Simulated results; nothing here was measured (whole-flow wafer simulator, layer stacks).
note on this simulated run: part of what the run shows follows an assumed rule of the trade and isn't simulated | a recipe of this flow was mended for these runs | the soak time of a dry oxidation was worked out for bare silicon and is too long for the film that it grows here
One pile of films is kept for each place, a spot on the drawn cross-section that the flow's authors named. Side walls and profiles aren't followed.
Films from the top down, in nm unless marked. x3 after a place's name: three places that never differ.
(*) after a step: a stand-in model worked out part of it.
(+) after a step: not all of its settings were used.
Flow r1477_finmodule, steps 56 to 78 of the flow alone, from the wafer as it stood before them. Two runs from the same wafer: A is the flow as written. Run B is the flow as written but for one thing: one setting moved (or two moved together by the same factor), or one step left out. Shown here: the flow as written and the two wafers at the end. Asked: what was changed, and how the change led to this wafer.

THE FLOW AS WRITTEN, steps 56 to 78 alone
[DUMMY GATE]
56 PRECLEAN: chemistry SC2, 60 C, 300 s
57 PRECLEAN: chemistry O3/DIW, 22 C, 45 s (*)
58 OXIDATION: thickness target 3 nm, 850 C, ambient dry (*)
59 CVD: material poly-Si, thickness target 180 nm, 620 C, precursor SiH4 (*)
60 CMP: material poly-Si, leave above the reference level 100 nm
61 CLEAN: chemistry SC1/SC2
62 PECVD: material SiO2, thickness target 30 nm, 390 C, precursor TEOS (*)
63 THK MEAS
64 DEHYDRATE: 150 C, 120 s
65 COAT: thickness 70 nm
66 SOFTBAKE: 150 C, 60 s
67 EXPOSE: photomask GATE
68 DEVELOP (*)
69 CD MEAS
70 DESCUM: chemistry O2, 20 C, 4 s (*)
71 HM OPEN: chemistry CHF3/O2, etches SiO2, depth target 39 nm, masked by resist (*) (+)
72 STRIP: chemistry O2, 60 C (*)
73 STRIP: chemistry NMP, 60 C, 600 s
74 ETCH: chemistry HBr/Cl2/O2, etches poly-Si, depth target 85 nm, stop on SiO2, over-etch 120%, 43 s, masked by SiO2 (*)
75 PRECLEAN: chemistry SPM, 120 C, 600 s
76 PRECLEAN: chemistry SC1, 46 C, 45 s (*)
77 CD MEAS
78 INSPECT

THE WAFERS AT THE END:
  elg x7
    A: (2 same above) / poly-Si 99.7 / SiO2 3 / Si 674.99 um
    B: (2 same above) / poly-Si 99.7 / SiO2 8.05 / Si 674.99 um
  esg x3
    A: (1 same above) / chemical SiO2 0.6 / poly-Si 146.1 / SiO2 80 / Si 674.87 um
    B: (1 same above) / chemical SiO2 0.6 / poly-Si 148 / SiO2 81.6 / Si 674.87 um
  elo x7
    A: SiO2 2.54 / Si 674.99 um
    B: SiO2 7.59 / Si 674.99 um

The cause: step 58, OXIDATION: 935 C was run, where the flow has 850 C; step 59, CVD: thickness target 198 nm was run, where the flow has thickness target 180 nm.

How the change led to this, step by step:
  58 OXIDATION: thickness target 3 nm, 850 C, ambient dry (*)
      elg x7, elo x7: A SiO2 +3 (new film), chemical SiO2 -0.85 (all of it), Si -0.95 | B SiO2 +8.05 (new film), chemical SiO2 -0.85 (all of it), Si -3.17
      esg x3, e200sg, s40sg x3, eso x3, e200so, s40so x3: A SiO2 +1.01, chemical SiO2 -0.48 (all of it), Si -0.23 | B SiO2 +2.65, chemical SiO2 -0.48 (all of it), Si -0.95
      (and at 8 more places)
  59 CVD: material poly-Si, thickness target 180 nm, 620 C, precursor SiH4 (*)
      esg x3, s40cg x3, s40sg x3, eso x3, s40co x3, s40so x3: A poly-Si +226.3 (new film) | B poly-Si +246.2 (new film)
      pad, padg, elg x7, elo x7: A poly-Si +180 (new film) | B poly-Si +198 (new film)
      (and at 2 more places)
  60 CMP: material poly-Si, leave above the reference level 100 nm
      elg x7, esg x3, s40cg x3, s40sg x3, elo x7, eso x3, s40co x3, s40so x3: A poly-Si -80 | B poly-Si -98
      pad, padg: A poly-Si -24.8 | B poly-Si -40.9
      (and at 2 more places)
